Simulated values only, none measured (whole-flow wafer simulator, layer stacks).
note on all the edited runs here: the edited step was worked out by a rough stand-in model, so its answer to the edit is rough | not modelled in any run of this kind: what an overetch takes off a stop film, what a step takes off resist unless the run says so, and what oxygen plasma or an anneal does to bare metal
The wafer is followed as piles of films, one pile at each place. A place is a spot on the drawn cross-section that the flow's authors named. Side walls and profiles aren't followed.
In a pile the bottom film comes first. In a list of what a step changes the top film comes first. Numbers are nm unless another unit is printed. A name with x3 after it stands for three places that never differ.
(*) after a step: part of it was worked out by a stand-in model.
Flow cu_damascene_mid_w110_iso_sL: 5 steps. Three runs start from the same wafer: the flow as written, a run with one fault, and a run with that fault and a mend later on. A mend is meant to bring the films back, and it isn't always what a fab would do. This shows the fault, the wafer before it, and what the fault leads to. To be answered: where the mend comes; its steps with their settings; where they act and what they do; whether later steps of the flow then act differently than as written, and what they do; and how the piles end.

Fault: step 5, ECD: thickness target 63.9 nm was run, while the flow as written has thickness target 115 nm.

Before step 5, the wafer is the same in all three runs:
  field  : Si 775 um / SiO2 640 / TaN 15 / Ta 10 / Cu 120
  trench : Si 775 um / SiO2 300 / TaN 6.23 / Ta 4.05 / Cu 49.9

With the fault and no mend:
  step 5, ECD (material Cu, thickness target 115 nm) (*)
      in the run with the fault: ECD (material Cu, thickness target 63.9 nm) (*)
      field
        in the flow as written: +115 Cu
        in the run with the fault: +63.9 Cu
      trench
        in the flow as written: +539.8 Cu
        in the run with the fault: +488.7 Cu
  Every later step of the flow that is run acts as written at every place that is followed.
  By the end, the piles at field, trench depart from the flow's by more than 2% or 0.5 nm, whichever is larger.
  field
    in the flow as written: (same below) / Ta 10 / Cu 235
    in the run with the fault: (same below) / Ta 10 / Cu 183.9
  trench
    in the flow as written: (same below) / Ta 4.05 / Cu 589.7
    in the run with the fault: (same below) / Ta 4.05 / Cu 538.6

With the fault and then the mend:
  The mend follows step 5.
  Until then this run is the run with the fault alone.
  step 5a, ECD (material Cu, thickness target 51.1 nm) (the flow's step 5, run once more with other settings)
      field, trench
        +51.1 Cu
  Every later step of the flow that is run acts as written at every place that is followed.
  At every place that both follow, the piles at the end match the flow's.
